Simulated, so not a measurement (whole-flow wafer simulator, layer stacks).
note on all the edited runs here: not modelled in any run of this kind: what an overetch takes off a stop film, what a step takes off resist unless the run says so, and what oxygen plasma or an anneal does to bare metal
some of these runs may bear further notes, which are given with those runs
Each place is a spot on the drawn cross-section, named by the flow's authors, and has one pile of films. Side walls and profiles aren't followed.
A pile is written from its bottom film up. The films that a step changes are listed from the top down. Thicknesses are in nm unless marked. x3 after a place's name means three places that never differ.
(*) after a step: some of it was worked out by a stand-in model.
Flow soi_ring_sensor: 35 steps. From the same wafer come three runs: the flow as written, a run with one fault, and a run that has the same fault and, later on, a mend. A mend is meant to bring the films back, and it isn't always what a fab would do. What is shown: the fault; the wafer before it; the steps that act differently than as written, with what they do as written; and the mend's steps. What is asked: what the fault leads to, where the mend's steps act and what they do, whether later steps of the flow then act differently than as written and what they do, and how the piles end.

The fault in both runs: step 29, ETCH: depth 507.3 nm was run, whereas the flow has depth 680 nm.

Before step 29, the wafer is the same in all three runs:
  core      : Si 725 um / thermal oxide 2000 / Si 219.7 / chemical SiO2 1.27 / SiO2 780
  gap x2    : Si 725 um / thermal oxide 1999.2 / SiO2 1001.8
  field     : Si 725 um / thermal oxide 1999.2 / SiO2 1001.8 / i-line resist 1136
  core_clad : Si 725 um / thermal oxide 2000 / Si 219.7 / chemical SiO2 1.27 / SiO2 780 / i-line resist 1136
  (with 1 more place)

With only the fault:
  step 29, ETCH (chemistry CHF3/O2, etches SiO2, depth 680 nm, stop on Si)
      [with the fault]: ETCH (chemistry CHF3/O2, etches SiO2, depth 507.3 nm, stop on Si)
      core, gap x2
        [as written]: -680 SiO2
        [with the fault]: -507.3 SiO2
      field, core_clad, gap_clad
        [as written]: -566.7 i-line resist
        [with the fault]: -422.8 i-line resist
  Steps further on in the flow that do not act as written:
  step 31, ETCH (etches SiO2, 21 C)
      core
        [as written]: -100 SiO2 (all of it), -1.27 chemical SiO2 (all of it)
        [with the fault]: -272.7 SiO2 (all of it), -1.27 chemical SiO2 (all of it)
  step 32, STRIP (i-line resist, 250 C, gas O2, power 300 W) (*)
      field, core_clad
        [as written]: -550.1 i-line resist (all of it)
        [with the fault]: -694 i-line resist (all of it)
  When the end is reached, the piles differ only a little from the flow's at the places that both follow, at most by 2% or 0.5 nm, whichever is larger.

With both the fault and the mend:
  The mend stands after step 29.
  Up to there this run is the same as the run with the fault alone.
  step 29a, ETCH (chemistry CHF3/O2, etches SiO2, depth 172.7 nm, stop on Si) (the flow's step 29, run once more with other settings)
      core, gap x2
        -172.7 SiO2
      field, core_clad, gap_clad
        -143.9 i-line resist
  Later steps of the flow that are run all act as written at every place that is followed.
  By the end, the piles equal the flow's at every place that both follow.
